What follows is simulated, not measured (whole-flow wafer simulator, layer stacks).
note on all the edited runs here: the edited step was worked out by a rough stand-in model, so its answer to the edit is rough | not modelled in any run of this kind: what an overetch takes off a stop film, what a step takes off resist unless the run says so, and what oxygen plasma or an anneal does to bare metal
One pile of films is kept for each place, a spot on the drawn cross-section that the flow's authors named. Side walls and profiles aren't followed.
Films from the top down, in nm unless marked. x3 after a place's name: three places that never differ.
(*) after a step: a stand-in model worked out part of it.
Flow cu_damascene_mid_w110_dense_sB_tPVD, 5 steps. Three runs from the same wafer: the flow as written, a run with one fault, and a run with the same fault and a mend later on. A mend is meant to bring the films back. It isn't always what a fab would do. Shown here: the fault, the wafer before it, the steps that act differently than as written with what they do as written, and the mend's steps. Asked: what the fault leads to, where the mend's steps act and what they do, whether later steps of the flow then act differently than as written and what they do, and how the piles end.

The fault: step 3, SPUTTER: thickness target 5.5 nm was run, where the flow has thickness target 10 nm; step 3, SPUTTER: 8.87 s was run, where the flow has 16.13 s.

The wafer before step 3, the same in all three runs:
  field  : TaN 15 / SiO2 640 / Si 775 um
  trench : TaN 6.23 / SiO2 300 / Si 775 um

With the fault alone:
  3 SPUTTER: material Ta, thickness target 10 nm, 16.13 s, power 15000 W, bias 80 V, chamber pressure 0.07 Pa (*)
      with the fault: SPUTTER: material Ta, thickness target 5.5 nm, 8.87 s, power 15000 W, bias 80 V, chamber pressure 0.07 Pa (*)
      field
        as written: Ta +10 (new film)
        with the fault: Ta +5.5 (new film)
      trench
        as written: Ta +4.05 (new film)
        with the fault: Ta +2.22 (new film)
  No later step of the flow acts differently than as written, at any place that is followed, by more than 2% or 0.5 nm, whichever is larger.
  At the end the piles differ from the flow's by more than 2% or 0.5 nm, whichever is larger, at field, trench.
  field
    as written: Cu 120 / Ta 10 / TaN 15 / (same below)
    with the fault: Cu 120 / Ta 5.5 / TaN 15 / (same below)
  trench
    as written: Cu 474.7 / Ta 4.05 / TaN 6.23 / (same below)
    with the fault: Cu 472 / Ta 2.22 / TaN 6.23 / (same below)

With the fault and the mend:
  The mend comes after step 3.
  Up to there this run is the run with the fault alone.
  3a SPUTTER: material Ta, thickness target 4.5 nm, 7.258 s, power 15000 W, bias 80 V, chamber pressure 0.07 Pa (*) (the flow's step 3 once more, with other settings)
      field
        Ta +4.5
      trench
        Ta +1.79
  No later step of the flow acts differently than as written, at any place that is followed, by more than 2% or 0.5 nm, whichever is larger.
  At the end the piles differ from the flow's only slightly at the places that both follow, by at most 2% or 0.5 nm, whichever is larger.
